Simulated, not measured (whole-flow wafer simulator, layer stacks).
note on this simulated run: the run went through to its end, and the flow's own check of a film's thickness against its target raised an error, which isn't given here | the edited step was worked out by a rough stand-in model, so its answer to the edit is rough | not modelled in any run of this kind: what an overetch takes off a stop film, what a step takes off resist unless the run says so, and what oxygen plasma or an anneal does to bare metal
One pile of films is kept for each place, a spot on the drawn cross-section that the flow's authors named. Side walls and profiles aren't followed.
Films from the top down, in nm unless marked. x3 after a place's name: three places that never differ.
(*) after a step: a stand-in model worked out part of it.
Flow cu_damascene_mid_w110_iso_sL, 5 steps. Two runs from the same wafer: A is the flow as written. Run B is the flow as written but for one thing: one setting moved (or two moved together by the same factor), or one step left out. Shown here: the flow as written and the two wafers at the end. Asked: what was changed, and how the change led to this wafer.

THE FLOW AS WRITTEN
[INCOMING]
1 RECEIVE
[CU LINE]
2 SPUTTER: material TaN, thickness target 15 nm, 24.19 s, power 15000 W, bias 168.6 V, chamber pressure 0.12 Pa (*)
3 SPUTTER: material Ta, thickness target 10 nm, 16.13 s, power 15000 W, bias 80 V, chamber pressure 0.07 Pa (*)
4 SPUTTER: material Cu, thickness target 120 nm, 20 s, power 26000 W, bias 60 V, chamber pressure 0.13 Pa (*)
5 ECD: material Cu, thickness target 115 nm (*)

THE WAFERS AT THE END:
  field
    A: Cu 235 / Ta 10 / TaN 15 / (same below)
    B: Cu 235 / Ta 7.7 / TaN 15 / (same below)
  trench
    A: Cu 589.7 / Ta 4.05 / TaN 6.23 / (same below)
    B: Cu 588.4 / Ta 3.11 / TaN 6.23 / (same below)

The cause: step 3, SPUTTER: thickness target 7.7 nm was run, where the flow has thickness target 10 nm; step 3, SPUTTER: 12.45 s was run, where the flow has 16.13 s.
It can be read off the wafer: field has Ta 7.7, and step 3 as written asks for 10 nm.

How the change led to this, step by step:
  3 SPUTTER: material Ta, thickness target 10 nm, 16.13 s, power 15000 W, bias 80 V, chamber pressure 0.07 Pa (*)
      field: A Ta +10 (new film) | B Ta +7.7 (new film)
      trench: A Ta +4.05 (new film) | B Ta +3.11 (new film)
